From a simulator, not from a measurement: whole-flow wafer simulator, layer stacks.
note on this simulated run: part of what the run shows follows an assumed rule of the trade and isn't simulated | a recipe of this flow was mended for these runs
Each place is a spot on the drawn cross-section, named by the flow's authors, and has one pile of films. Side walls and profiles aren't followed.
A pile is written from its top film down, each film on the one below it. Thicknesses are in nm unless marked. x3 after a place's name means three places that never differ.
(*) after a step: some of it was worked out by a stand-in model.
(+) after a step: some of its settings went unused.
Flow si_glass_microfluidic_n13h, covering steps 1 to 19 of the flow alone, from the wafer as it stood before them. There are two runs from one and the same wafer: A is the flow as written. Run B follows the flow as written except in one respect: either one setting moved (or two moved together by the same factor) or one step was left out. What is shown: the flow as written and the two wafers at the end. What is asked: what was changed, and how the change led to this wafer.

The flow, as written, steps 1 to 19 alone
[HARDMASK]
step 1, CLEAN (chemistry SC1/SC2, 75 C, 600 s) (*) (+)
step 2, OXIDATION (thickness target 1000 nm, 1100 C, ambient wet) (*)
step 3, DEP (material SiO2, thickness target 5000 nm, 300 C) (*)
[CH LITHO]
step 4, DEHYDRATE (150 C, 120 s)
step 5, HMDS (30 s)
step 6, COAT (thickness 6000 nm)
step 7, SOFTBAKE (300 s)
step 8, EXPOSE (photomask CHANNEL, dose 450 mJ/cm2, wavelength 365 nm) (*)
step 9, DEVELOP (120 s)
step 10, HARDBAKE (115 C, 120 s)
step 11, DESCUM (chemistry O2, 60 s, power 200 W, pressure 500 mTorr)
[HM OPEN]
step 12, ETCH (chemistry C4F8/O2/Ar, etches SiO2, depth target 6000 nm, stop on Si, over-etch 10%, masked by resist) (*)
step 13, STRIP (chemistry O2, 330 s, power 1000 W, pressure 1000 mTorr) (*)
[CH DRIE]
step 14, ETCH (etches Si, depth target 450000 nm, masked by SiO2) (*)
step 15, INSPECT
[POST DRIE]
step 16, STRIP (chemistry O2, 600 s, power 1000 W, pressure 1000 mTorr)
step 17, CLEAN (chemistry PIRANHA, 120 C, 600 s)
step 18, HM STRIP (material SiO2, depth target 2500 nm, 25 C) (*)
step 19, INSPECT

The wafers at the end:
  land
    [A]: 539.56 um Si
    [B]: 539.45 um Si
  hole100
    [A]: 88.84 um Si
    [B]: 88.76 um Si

Cause: step 2, OXIDATION: thickness target 1240 nm was run, though the flow has thickness target 1000 nm.

Step by step, how the change led to this:
  step 2, OXIDATION (thickness target 1000 nm, 1100 C, ambient wet) (*)
      land, hole100: A SiO2 gains 1000 (new film), chemical SiO2 loses 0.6 (all of it), Si loses 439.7 | B SiO2 gains 1240 (new film), chemical SiO2 loses 0.6 (all of it), Si loses 545.3
  step 12, ETCH (chemistry C4F8/O2/Ar, etches SiO2, depth target 6000 nm, stop on Si, over-etch 10%, masked by resist) (*)
      hole100: A SiO2 loses 6000 (all of it), Si loses 75 | B SiO2 loses 6240 (all of it), Si loses 45
  step 18, HM STRIP (material SiO2, depth target 2500 nm, 25 C) (*)
      land: A SiO2 loses 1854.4 (all of it) | B SiO2 loses 2093.8 (all of it)
